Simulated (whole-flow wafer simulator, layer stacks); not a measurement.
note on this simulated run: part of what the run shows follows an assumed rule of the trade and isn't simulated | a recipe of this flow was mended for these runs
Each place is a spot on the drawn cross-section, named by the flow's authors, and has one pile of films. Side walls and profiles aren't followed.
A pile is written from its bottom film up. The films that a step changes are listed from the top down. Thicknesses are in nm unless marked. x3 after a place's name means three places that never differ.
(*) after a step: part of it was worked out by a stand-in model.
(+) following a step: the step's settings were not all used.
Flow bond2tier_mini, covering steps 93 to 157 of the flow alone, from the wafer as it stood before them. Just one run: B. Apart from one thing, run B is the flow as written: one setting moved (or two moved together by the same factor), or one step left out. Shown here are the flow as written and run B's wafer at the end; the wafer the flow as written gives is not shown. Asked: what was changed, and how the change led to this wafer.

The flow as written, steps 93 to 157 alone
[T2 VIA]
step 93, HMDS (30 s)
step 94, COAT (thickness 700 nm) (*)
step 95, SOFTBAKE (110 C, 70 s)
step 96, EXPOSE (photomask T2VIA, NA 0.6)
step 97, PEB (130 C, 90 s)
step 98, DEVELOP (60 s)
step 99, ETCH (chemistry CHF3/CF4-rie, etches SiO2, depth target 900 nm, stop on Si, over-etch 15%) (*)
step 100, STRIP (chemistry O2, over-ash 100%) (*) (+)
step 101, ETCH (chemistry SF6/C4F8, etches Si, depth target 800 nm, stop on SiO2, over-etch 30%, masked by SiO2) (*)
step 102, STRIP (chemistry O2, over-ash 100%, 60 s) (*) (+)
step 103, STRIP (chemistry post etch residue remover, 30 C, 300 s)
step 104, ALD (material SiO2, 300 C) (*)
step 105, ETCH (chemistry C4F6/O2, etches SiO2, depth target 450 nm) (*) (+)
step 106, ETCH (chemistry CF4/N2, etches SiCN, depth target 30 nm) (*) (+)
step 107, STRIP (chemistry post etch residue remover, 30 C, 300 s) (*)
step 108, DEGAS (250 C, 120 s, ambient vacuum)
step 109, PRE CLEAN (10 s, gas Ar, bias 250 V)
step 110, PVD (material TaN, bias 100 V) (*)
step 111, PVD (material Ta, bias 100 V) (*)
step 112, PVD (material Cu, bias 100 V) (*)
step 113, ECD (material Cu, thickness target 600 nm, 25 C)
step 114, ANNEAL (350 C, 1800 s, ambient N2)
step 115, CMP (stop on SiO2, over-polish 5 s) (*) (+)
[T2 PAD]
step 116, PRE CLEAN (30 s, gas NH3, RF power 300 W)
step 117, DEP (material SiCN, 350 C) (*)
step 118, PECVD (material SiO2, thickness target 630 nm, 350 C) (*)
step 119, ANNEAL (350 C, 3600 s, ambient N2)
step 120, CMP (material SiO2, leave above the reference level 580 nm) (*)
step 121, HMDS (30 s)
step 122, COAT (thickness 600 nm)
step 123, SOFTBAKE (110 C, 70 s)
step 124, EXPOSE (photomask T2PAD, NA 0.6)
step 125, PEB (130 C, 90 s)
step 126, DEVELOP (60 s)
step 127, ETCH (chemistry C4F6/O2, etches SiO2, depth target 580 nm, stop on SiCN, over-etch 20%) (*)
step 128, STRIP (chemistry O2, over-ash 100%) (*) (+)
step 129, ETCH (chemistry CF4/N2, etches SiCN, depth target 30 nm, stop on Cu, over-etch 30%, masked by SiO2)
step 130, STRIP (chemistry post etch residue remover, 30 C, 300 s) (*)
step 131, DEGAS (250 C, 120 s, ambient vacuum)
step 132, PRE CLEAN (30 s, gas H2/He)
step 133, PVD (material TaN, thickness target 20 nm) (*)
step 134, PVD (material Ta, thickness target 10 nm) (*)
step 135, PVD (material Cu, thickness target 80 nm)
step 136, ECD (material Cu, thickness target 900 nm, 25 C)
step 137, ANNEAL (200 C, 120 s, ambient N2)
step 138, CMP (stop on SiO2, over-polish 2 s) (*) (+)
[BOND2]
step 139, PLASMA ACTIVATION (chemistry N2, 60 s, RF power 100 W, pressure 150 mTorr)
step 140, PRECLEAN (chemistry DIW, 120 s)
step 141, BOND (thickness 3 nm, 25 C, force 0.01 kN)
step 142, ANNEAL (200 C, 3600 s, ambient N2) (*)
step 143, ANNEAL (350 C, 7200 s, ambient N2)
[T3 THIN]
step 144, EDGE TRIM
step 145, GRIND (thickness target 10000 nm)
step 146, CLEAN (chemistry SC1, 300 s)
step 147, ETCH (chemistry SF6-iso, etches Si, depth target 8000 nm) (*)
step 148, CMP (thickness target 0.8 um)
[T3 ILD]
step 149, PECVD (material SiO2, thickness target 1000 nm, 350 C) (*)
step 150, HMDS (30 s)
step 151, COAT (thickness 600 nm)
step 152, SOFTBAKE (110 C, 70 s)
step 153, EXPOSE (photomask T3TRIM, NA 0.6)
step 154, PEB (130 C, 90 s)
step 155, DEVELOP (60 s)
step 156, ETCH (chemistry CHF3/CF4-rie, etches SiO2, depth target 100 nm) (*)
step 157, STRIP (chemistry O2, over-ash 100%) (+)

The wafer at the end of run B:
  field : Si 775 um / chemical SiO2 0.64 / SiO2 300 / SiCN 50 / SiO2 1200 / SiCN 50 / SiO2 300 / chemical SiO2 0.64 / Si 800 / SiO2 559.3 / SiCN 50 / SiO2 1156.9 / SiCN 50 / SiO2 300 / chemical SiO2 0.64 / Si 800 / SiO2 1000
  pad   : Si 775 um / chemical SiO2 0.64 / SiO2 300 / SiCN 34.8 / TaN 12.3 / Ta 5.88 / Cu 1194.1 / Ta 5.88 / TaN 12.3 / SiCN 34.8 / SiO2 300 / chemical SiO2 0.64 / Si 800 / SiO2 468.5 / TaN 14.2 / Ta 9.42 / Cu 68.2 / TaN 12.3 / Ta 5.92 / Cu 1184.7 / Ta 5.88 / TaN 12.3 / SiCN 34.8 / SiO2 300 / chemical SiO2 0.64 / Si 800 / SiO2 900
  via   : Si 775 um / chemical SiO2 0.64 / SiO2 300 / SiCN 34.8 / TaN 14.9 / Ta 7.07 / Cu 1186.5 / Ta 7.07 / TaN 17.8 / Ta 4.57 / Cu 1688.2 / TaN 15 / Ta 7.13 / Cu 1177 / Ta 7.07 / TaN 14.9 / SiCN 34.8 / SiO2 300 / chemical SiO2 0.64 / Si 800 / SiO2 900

What caused this: step 109, PRE CLEAN: 4 s was run, whereas the flow has 10 s.

How this came from the change, step by step:
  step 109, PRE CLEAN (10 s, gas Ar, bias 250 V)
      field, pad: SiO2 loses 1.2 (as written it would have been: SiO2 loses 3)
      via: TaN loses 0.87 (as written it would have been: TaN loses 3.19)
